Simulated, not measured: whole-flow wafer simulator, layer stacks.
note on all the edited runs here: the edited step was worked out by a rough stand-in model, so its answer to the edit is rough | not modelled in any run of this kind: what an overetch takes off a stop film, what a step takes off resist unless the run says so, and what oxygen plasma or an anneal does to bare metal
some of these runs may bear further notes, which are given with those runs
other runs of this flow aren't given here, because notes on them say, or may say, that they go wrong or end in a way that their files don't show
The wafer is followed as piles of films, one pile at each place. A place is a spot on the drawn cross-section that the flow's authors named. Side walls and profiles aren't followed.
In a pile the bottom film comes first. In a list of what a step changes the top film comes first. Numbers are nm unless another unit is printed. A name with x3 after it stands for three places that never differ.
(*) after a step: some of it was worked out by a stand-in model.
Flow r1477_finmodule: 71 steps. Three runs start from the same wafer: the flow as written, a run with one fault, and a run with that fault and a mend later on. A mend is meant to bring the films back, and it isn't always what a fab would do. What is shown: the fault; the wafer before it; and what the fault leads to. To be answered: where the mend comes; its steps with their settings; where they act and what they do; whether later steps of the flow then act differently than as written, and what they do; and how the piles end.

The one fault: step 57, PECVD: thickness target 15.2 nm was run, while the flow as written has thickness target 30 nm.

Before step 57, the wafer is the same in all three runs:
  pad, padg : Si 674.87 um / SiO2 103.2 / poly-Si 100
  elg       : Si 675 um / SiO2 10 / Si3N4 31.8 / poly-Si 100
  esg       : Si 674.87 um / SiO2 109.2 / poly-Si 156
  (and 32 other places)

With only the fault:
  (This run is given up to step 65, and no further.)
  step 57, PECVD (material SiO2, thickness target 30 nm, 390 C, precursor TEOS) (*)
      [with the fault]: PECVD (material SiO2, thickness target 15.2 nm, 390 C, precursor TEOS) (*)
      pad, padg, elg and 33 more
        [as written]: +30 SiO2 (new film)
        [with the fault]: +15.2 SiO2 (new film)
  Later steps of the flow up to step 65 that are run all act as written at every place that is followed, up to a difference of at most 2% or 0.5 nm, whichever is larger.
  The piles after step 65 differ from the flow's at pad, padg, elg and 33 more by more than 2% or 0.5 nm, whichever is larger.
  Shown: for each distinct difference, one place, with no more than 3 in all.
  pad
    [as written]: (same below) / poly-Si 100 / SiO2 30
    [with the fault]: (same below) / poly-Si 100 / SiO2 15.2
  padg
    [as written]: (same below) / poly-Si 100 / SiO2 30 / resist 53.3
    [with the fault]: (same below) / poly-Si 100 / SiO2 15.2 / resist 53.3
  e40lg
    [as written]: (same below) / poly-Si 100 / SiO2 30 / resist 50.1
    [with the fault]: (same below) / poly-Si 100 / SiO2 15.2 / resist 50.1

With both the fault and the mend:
  After step 64 comes the mend.
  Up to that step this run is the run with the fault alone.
  step 64a, STRIP (resist, chemistry O2, 60 C)
      padg, elg, esg
        -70 resist (all of it)
      e40lg, e100lg, e200lg
        -66.9 resist (all of it)
      s40sg, s45sg
        -91 resist (all of it)
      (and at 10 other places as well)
  step 64b, PECVD (material SiO2, thickness target 14.8 nm, 390 C, precursor TEOS) (*) (the flow's step 57, run once more with other settings)
      pad, padg, elg and 33 more
        +14.8 SiO2
  step 64c, DEHYDRATE (150 C, 120 s) (the flow's step 59, run once more)
      leaves every film unchanged at each place that is followed
  step 64d, COAT (resist, thickness 70 nm) (*) (the flow's step 60, run once more)
      e40lg, e100lg, e200lg, elo, e40lo, e100lo, e200lo
        +66.9 resist (new film)
      pad, padg, elg, esg
        +70 resist (new film)
      s40sg, s45sg, s40so, s45so
        +91 resist (new film)
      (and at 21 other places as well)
  step 64e, SOFTBAKE (180 C, 180 s) (*) (the flow's step 61, run once more)
      leaves every film unchanged at each place that is followed
  step 64f, EXPOSE (resist, photomask GATE) (the flow's step 62, run once more)
      leaves every film unchanged at each place that is followed
  step 64g, DEVELOP (*) (the flow's step 63, run once more)
      elo, e40lo, e100lo, e200lo
        -66.9 resist (all of it)
      eso, e40so
        -129.5 resist (all of it)
      s40so, s45so
        -91 resist (all of it)
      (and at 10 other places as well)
  Later steps of the flow that are run all act as written at every place that is followed.
  At every place that both follow, the piles at the end match the flow's.
